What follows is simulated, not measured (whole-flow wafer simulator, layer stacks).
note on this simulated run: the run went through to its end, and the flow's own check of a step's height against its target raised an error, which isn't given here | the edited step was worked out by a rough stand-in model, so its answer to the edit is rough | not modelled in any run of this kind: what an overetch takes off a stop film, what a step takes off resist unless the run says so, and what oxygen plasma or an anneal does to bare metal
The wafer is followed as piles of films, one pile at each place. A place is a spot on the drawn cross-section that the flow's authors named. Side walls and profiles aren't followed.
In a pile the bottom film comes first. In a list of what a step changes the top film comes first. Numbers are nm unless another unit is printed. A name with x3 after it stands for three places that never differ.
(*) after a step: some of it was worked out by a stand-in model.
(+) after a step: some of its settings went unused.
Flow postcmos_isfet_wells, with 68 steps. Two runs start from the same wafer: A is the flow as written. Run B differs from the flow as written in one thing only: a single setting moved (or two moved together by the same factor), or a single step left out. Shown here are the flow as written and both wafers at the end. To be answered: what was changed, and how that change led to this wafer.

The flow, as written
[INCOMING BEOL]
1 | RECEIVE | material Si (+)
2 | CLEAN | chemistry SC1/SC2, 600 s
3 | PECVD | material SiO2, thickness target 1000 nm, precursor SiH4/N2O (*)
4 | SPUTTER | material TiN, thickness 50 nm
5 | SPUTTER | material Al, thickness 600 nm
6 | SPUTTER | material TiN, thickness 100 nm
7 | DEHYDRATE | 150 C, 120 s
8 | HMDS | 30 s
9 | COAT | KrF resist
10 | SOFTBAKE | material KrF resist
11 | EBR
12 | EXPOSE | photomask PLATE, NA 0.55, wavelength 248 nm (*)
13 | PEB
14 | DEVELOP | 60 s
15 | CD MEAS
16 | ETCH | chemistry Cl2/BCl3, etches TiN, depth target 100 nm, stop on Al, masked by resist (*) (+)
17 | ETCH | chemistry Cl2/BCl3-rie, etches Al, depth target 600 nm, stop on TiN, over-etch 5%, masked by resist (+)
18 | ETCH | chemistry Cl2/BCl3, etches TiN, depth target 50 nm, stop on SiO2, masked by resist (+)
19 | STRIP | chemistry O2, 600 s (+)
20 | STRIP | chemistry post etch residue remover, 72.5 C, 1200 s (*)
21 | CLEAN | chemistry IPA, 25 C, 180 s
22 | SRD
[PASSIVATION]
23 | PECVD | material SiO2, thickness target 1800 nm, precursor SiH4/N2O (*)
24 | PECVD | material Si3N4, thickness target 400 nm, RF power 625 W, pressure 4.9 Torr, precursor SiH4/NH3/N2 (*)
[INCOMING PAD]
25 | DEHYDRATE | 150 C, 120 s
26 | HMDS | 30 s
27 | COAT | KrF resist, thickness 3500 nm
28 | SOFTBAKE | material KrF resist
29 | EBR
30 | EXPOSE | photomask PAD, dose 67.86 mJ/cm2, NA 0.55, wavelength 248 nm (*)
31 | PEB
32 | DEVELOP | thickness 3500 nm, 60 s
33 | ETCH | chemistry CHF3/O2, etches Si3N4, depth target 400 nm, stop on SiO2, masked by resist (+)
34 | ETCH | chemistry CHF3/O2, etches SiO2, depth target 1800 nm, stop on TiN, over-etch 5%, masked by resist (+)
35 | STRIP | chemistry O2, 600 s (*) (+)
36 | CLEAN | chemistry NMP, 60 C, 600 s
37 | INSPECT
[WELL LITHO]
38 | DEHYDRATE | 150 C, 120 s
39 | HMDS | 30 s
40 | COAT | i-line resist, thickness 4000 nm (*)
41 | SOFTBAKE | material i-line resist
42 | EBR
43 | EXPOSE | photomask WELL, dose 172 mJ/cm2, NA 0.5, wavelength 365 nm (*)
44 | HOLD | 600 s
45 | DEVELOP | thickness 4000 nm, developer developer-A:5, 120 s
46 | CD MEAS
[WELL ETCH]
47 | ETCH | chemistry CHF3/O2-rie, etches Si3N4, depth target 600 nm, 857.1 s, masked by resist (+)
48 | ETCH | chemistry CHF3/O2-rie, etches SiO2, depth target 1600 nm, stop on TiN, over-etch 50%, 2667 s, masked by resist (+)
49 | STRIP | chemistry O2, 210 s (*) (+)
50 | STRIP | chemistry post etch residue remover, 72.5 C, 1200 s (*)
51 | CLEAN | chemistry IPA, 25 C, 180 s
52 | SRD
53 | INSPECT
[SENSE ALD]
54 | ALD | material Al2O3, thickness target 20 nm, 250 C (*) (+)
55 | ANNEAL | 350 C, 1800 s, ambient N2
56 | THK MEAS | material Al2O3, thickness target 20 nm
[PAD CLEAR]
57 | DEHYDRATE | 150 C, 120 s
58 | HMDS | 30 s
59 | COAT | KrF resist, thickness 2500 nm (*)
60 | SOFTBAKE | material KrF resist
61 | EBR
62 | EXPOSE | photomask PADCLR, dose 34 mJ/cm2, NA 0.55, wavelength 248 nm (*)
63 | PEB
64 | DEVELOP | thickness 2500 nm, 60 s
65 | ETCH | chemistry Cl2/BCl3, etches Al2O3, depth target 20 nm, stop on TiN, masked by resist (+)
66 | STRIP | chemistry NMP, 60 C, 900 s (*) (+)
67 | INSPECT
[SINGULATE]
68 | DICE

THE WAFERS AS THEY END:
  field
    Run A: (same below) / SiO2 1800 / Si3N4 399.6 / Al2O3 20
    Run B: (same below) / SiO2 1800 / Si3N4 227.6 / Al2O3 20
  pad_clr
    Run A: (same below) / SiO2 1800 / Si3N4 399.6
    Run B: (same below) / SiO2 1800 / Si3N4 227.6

The reason: step 24, PECVD: thickness target 228 nm was run, whereas the flow has thickness target 400 nm.

How this came from the change, step by step:
  24 | PECVD | material Si3N4, thickness target 400 nm, RF power 625 W, pressure 4.9 Torr, precursor SiH4/NH3/N2 (*)
      field, margin, well900, well1300 x3, pad_rim, pad_clr, pad_open: A +400 Si3N4 (new film) | B +228 Si3N4 (new film)
  33 | ETCH | chemistry CHF3/O2, etches Si3N4, depth target 400 nm, stop on SiO2, masked by resist (+)
      field, margin, well900, well1300 x3, pad_rim, pad_clr: A -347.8 KrF resist | B -297.4 KrF resist
      pad_open: A -400 Si3N4 (all of it) | B -228 Si3N4 (all of it)
  35 | STRIP | chemistry O2, 600 s (*) (+)
      field, margin, well900, well1300 x3, pad_rim, pad_clr: A -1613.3 KrF resist (all of it) | B -1663.8 KrF resist (all of it)
  41 | SOFTBAKE | material i-line resist
      pad_clr: A -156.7 i-line resist | B -139.6 i-line resist
      pad_open: A +115.3 i-line resist | B +107.7 i-line resist
  47 | ETCH | chemistry CHF3/O2-rie, etches Si3N4, depth target 600 nm, 857.1 s, masked by resist (+)
      well900, well1300 x3: A -400 Si3N4 (all of it), -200 SiO2 | B -228 Si3N4 (all of it), -372 SiO2
  48 | ETCH | chemistry CHF3/O2-rie, etches SiO2, depth target 1600 nm, stop on TiN, over-etch 50%, 2667 s, masked by resist (+)
      well900, well1300 x3: A -1600 SiO2 (all of it) | B -1428 SiO2 (all of it)
  49 | STRIP | chemistry O2, 210 s (*) (+)
      pad_clr: A -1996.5 i-line resist (all of it) | B -2067.3 i-line resist (all of it)
  59 | COAT | KrF resist, thickness 2500 nm (*)
      field: A +1449 KrF resist (new film) | B +1531.2 KrF resist (new film)
      margin: A +1448.9 KrF resist (new film) | B +1531.1 KrF resist (new film)
      (and at 1 other place as well)
  63 | PEB
      field, margin: A -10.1 KrF resist | B -10.7 KrF resist
  64 | DEVELOP | thickness 2500 nm, 60 s
      pad_clr: A -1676 KrF resist (all of it) | B -1733.5 KrF resist (all of it)
  66 | STRIP | chemistry NMP, 60 C, 900 s (*) (+)
      field: A -1400.1 KrF resist (all of it) | B -1481.7 KrF resist (all of it)
      margin: A -1400.1 KrF resist (all of it) | B -1481.6 KrF resist (all of it)
